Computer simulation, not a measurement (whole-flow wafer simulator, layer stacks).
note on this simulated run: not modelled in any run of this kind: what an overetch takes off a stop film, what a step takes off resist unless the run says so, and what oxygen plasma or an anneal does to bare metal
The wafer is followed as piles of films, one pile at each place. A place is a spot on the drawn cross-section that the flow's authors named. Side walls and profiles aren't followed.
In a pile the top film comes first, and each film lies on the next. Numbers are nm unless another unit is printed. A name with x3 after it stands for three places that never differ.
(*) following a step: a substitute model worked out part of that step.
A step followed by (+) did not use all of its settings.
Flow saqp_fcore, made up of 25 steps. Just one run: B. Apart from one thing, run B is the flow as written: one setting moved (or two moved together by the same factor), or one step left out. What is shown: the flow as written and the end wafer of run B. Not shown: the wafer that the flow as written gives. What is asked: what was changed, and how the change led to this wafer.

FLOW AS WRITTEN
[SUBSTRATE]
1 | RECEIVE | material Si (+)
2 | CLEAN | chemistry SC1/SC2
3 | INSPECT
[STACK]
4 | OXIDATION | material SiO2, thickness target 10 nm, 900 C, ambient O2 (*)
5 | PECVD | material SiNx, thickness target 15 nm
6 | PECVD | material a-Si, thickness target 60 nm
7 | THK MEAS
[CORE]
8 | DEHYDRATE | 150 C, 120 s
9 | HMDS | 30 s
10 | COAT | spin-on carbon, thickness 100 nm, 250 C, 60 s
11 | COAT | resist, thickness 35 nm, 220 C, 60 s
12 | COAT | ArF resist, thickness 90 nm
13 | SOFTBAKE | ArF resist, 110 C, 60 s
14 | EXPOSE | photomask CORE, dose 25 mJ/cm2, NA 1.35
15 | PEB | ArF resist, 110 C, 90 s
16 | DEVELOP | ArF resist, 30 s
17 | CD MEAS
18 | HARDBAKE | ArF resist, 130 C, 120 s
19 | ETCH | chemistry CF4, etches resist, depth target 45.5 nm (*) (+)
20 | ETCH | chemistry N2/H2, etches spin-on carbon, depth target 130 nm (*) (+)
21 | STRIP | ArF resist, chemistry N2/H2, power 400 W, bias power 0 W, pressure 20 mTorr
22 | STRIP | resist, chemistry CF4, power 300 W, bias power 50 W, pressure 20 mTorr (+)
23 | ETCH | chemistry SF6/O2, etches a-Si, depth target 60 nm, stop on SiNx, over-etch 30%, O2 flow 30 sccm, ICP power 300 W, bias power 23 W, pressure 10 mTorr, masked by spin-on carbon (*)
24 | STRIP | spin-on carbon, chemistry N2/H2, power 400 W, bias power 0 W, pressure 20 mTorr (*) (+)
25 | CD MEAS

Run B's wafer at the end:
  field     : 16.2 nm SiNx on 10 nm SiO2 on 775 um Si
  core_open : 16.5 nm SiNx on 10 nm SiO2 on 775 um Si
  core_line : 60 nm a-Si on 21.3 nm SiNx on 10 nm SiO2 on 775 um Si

What caused this: step 5, PECVD: thickness target 21.3 nm was run, whereas the flow has thickness target 15 nm.
The wafer lets one read it off: core_line has SiNx 21.3, and step 5 as written asks for 15 nm.

Step by step, how the change led to this:
  5 | PECVD | material SiNx, thickness target 15 nm
      field, core_open, core_line: +21.3 SiNx (new film) (it would be, as written: +15 SiNx (new film))
